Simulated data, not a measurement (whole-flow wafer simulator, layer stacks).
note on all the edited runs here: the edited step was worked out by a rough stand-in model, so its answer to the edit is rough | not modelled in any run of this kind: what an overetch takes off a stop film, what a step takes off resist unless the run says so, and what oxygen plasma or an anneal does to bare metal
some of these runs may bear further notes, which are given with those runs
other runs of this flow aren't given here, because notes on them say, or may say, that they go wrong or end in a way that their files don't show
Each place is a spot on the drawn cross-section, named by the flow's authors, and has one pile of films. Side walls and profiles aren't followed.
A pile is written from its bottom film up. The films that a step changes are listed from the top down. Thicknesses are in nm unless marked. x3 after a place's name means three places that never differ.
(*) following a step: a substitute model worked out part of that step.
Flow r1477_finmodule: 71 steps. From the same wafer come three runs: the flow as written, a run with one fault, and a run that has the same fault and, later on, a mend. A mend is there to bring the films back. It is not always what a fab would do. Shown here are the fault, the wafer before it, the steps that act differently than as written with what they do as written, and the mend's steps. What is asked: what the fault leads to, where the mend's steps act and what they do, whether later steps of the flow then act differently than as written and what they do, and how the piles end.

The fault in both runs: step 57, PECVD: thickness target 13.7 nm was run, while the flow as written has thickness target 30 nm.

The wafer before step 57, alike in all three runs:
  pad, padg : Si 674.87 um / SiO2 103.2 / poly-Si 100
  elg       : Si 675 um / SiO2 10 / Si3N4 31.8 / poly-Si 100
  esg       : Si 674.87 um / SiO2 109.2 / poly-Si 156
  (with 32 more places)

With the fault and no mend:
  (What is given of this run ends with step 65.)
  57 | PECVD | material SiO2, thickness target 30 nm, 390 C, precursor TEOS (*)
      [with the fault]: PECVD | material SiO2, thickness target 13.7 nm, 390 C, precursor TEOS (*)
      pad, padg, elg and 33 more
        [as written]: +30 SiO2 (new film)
        [with the fault]: +13.7 SiO2 (new film)
  Every later step of the flow up to step 65 that is run acts as written, at every place that is followed, to within 2% or 0.5 nm, whichever is larger.
  The piles after step 65 differ from the flow's at pad, padg, elg and 33 more by more than 2% or 0.5 nm, whichever is larger.
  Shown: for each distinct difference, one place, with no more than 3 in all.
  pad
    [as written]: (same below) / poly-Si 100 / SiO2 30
    [with the fault]: (same below) / poly-Si 100 / SiO2 13.7
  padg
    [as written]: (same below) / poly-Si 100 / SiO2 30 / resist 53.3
    [with the fault]: (same below) / poly-Si 100 / SiO2 13.7 / resist 53.3
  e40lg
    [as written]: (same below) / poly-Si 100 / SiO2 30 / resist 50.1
    [with the fault]: (same below) / poly-Si 100 / SiO2 13.7 / resist 50.1

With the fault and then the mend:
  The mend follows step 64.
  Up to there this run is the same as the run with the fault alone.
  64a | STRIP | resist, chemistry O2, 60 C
      padg, elg, esg
        -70 resist (all of it)
      e40lg, e100lg, e200lg
        -66.9 resist (all of it)
      s40sg, s45sg
        -91 resist (all of it)
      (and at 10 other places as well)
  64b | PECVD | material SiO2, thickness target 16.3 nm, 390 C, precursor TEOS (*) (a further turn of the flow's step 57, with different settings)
      pad, padg, elg and 33 more
        +16.3 SiO2
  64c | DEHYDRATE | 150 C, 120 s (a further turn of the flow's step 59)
      leaves every film unchanged at each place that is followed
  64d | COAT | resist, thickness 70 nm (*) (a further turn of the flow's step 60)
      e40lg, e100lg, e200lg, elo, e40lo, e100lo, e200lo
        +66.9 resist (new film)
      pad, padg, elg, esg
        +70 resist (new film)
      s40sg, s45sg, s40so, s45so
        +91 resist (new film)
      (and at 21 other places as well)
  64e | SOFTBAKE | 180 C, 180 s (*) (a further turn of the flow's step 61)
      leaves every film unchanged at each place that is followed
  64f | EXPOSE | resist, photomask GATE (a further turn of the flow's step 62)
      leaves every film unchanged at each place that is followed
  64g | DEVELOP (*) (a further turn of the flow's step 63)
      elo, e40lo, e100lo, e200lo
        -66.9 resist (all of it)
      eso, e40so
        -129.5 resist (all of it)
      s40so, s45so
        -91 resist (all of it)
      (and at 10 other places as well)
  Every later step of the flow that is run acts as written at every place that is followed.
  At every place that both follow, the piles at the end match the flow's.
